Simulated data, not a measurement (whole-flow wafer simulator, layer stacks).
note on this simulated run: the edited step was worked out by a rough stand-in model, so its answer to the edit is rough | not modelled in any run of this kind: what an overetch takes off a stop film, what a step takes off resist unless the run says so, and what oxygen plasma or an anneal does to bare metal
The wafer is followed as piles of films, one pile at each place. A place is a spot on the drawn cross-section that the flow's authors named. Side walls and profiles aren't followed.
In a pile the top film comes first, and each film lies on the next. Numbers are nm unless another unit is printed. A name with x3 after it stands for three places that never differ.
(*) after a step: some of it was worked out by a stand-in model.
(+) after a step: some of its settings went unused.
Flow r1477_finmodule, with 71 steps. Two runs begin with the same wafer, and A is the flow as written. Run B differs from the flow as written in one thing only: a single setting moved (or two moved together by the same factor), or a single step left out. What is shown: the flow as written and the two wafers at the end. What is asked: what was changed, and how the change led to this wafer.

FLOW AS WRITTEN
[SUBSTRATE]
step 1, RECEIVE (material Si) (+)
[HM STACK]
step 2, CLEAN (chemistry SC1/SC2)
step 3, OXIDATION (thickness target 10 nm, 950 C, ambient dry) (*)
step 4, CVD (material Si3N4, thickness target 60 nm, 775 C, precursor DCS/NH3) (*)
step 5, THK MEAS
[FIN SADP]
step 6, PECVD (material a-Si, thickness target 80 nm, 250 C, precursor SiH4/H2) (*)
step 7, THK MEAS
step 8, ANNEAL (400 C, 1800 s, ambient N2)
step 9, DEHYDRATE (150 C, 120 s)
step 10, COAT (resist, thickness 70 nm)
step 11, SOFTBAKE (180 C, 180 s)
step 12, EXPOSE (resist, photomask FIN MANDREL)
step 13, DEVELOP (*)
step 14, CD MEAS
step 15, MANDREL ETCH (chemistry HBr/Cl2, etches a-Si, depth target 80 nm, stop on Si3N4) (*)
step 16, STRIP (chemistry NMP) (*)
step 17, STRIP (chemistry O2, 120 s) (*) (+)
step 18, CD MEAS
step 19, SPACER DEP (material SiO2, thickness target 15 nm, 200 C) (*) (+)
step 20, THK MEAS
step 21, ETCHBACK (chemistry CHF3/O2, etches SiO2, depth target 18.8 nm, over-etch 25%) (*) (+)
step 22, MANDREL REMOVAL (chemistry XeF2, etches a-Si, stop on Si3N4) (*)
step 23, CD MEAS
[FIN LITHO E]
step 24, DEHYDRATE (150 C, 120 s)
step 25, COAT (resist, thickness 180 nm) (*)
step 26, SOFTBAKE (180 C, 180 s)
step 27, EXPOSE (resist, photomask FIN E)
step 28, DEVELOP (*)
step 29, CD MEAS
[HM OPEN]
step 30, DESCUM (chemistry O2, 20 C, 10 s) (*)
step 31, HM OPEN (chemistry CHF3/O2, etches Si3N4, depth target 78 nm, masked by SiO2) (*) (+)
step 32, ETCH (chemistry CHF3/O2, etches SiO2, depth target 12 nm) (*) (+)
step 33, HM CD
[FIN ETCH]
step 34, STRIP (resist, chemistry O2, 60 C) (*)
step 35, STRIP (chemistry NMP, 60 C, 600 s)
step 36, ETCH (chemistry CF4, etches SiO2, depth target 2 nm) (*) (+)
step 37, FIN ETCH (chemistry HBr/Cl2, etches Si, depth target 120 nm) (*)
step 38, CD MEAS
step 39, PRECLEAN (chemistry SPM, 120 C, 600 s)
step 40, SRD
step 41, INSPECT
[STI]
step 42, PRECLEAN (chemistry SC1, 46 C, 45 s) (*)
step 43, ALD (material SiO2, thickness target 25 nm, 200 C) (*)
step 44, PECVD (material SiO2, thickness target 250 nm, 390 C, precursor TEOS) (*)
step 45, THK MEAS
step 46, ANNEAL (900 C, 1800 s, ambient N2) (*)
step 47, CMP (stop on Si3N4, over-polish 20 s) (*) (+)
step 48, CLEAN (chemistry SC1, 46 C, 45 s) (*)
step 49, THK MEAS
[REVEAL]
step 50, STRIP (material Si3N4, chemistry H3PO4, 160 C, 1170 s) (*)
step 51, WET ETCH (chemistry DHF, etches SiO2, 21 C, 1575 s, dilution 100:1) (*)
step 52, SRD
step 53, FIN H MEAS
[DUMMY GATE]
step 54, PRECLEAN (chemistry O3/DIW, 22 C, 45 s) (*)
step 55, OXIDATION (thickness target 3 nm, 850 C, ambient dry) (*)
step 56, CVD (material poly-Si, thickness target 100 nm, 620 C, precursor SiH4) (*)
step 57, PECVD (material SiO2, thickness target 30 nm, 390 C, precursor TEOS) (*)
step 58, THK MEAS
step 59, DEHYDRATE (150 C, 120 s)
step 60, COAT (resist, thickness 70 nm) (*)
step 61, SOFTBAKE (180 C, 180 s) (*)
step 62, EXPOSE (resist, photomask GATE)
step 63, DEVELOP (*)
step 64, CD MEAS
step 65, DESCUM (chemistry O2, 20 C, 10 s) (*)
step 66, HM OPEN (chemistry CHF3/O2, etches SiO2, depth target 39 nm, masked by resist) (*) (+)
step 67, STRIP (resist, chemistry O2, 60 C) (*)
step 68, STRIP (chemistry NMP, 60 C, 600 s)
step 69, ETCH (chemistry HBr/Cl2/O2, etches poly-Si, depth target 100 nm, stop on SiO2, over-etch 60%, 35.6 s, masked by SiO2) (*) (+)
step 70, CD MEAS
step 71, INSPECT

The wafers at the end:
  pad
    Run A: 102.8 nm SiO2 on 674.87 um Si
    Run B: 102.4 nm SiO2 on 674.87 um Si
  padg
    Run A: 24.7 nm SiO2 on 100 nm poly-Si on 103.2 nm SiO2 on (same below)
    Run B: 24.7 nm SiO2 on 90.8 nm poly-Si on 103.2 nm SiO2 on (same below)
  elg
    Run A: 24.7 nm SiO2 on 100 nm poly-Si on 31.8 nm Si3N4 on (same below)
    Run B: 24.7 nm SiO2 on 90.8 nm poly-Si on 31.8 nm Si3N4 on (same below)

What caused this: step 56, CVD: thickness target 90.8 nm was run, while the flow as written has thickness target 100 nm.
One can read it off the wafer: padg has poly-Si 90.8, and step 56 as written asks for 100 nm.

How this came from the change, step by step:
  step 56, CVD (material poly-Si, thickness target 100 nm, 620 C, precursor SiH4) (*)
      pad, padg, elg and 26 more: A poly-Si gains 100 (new film) | B poly-Si gains 90.8 (new film)
      s40cg, s40co: A poly-Si gains 113.9 (new film) | B poly-Si gains 104.5 (new film)
      (as well as at 5 more places)
  step 69, ETCH (chemistry HBr/Cl2/O2, etches poly-Si, depth target 100 nm, stop on SiO2, over-etch 60%, 35.6 s, masked by SiO2) (*) (+)
      pad, eso, e40so and 8 more: A chemical SiO2 loses 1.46 (all of it), poly-Si loses 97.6 (all of it), SiO2 loses 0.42 | B chemical SiO2 loses 1.46 (all of it), poly-Si loses 88.4 (all of it), SiO2 loses 0.88
      elo, e40lo, e100lo, e200lo: A chemical SiO2 loses 1.46 (all of it), poly-Si loses 97.6 (all of it), Si3N4 loses 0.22 | B chemical SiO2 loses 1.46 (all of it), poly-Si loses 88.4 (all of it), Si3N4 loses 1.06
      (as well as at 3 more places)
